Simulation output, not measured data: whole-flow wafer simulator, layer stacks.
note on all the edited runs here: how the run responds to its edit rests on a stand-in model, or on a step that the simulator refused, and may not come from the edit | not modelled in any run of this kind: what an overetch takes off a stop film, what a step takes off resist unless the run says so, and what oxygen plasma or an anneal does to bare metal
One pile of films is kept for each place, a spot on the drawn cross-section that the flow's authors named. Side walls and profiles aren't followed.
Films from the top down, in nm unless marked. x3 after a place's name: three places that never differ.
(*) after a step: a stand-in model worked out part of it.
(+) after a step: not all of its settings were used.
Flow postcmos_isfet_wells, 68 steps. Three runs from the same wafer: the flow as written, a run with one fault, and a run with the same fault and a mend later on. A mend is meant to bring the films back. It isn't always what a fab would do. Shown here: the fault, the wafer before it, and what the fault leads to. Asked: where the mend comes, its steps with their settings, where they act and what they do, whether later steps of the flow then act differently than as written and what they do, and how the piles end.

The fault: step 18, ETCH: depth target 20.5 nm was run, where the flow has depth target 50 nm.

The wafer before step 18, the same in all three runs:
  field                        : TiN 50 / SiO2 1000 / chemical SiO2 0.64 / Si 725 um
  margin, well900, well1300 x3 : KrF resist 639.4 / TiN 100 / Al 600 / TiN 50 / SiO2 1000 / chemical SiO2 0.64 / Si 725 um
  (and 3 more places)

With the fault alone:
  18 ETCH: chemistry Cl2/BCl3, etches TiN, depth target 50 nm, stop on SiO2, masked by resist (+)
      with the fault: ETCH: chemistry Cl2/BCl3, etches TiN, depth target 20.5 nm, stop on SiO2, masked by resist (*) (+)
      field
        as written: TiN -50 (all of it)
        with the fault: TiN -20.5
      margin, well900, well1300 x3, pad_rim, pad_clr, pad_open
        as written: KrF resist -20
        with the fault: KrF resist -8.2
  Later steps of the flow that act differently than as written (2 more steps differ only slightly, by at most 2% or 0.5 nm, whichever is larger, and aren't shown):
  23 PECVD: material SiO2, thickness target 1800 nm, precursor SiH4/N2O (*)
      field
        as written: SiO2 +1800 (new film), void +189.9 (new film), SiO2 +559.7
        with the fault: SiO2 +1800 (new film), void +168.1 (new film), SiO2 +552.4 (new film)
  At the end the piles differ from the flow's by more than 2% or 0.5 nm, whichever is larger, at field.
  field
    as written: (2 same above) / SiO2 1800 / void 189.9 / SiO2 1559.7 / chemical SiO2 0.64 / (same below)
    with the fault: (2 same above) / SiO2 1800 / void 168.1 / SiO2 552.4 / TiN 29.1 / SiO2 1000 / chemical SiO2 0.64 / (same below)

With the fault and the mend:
  The mend comes after step 18.
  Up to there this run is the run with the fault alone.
  18a ETCH: chemistry Cl2/BCl3, etches TiN, depth target 29.5 nm, stop on SiO2, masked by resist (the flow's step 18 once more, with other settings)
      margin, well900, well1300 x3, pad_rim, pad_clr, pad_open
        KrF resist -11.8
      field
        TiN -29.5 (all of it)
  No later step of the flow acts differently than as written at any place that is followed.
  At the end the piles are the same as the flow's at every place that both follow.
